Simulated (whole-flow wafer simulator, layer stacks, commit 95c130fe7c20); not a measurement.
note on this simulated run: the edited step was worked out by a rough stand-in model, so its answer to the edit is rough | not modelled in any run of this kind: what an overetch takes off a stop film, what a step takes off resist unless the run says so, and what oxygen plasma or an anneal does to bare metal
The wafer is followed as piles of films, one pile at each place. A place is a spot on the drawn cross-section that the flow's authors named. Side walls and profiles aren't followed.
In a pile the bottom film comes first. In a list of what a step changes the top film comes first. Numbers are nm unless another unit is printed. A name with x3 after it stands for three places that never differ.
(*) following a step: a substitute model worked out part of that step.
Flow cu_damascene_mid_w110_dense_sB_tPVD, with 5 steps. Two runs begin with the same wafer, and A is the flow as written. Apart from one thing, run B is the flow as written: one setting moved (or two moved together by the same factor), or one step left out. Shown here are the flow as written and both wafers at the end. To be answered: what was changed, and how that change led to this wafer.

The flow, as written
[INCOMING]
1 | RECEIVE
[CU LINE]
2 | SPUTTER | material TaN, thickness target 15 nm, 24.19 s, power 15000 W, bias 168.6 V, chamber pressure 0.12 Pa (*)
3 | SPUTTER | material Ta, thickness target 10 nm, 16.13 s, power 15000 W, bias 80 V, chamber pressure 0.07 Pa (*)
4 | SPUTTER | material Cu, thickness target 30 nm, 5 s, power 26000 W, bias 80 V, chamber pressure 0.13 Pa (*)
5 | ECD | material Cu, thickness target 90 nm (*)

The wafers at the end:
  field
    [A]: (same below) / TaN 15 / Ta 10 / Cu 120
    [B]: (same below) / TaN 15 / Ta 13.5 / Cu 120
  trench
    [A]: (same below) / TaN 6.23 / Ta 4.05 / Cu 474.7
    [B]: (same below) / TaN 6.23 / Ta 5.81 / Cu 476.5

What caused this: step 3, SPUTTER: power 20290 W was run, though the flow has power 15000 W.

Step by step, how the change led to this:
  3 | SPUTTER | material Ta, thickness target 10 nm, 16.13 s, power 15000 W, bias 80 V, chamber pressure 0.07 Pa (*)
      field: A Ta gains 10 (new film) | B Ta gains 13.5 (new film)
      trench: A Ta gains 4.05 (new film) | B Ta gains 5.81 (new film)
